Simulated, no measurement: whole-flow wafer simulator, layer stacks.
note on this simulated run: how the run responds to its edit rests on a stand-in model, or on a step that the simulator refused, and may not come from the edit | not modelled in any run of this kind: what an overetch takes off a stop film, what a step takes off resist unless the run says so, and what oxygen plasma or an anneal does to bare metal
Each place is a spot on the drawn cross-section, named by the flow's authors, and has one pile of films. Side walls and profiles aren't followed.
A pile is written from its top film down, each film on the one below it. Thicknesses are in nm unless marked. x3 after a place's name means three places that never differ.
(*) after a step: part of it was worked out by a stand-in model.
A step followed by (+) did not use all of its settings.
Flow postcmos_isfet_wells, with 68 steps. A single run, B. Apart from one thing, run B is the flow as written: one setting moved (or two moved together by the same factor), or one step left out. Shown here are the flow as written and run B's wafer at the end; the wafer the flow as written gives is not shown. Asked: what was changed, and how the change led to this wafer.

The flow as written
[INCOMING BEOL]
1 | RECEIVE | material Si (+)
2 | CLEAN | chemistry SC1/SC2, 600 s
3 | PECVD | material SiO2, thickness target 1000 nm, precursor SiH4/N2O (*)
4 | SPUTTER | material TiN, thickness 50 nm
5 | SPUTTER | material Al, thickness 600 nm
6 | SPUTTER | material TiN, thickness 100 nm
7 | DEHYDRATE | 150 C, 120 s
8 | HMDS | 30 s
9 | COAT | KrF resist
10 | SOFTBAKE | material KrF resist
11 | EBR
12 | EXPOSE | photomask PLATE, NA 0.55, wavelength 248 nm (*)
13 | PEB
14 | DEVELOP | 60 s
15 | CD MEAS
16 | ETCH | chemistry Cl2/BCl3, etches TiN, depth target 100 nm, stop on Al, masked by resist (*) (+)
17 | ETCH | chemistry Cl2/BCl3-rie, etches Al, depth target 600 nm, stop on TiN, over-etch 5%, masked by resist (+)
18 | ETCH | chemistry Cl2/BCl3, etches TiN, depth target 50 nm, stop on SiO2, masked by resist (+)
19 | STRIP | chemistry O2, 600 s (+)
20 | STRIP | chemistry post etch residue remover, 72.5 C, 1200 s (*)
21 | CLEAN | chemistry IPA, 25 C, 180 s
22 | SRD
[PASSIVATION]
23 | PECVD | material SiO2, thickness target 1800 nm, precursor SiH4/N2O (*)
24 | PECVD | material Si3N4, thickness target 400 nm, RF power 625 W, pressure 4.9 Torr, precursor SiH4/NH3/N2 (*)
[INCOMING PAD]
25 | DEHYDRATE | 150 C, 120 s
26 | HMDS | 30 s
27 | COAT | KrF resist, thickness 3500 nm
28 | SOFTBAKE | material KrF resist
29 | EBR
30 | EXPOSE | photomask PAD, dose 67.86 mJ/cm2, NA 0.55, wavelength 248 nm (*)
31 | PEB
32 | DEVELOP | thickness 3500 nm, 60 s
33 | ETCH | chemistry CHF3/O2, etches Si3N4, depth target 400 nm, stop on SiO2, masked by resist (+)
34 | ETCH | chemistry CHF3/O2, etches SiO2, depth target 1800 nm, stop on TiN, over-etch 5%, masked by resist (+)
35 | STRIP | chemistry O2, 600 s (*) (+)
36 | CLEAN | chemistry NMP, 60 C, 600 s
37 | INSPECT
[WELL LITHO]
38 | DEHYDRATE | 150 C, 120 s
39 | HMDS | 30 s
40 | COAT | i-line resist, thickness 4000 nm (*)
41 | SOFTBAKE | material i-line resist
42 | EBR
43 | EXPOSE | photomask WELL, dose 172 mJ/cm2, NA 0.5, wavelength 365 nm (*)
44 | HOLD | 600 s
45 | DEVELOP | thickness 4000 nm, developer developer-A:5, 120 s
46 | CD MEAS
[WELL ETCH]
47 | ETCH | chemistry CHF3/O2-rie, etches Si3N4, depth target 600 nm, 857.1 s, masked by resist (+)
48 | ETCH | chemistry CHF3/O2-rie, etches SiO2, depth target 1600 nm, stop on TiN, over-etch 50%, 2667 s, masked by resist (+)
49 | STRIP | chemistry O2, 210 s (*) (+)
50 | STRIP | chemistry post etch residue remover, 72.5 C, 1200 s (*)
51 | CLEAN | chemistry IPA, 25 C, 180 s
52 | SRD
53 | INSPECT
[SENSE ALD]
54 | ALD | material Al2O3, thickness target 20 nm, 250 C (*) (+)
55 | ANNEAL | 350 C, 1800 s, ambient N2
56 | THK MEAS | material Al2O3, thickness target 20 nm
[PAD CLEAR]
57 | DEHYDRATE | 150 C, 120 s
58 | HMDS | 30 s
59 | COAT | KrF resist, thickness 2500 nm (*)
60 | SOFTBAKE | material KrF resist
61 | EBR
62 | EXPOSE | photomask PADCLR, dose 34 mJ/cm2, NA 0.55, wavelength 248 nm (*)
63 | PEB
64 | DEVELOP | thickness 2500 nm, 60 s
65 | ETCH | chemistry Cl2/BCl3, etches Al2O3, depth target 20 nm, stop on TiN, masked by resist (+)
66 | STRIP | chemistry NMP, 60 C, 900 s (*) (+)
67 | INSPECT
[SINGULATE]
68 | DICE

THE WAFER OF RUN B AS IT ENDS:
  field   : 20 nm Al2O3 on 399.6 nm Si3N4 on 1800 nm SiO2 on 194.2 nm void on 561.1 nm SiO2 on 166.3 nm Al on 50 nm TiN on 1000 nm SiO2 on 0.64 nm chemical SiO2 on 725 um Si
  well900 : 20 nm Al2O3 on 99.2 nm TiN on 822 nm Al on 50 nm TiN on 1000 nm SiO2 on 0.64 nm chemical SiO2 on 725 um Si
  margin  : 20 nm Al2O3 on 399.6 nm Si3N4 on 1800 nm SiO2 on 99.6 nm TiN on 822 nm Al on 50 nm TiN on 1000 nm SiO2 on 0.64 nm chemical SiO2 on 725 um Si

What caused this: step 5, SPUTTER: thickness 822 nm was run, whereas the flow has thickness 600 nm.
The wafer lets one read it off: well900 has Al 822, and step 5 as written asks for 600 nm.

Step by step, how the change led to this:
  5 | SPUTTER | material Al, thickness 600 nm
      field, margin, well900, well1300 x3, pad_rim, pad_clr, pad_open: +822 Al (new film) (as written it would have been: +600 Al (new film))
  17 | ETCH | chemistry Cl2/BCl3-rie, etches Al, depth target 600 nm, stop on TiN, over-etch 5%, masked by resist (+)
      field: -600 Al (as written it would have been: -600 Al (all of it))
  18 | ETCH | chemistry Cl2/BCl3, etches TiN, depth target 50 nm, stop on SiO2, masked by resist (+)
      field: -50 Al (as written it would have been: -50 TiN (all of it))
  20 | STRIP | chemistry post etch residue remover, 72.5 C, 1200 s (*)
      field: -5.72 Al (as written it would have been: nothing)
  23 | PECVD | material SiO2, thickness target 1800 nm, precursor SiH4/N2O (*)
      field: +1800 SiO2 (new film), +194.2 void (new film), +561.1 SiO2 (new film) (as written it would have been: +1800 SiO2 (new film), +189.9 void (new film), +559.7 SiO2)
Taking metal films that touch as one body, field has 1 body; the flow as written gives 0 bodies.
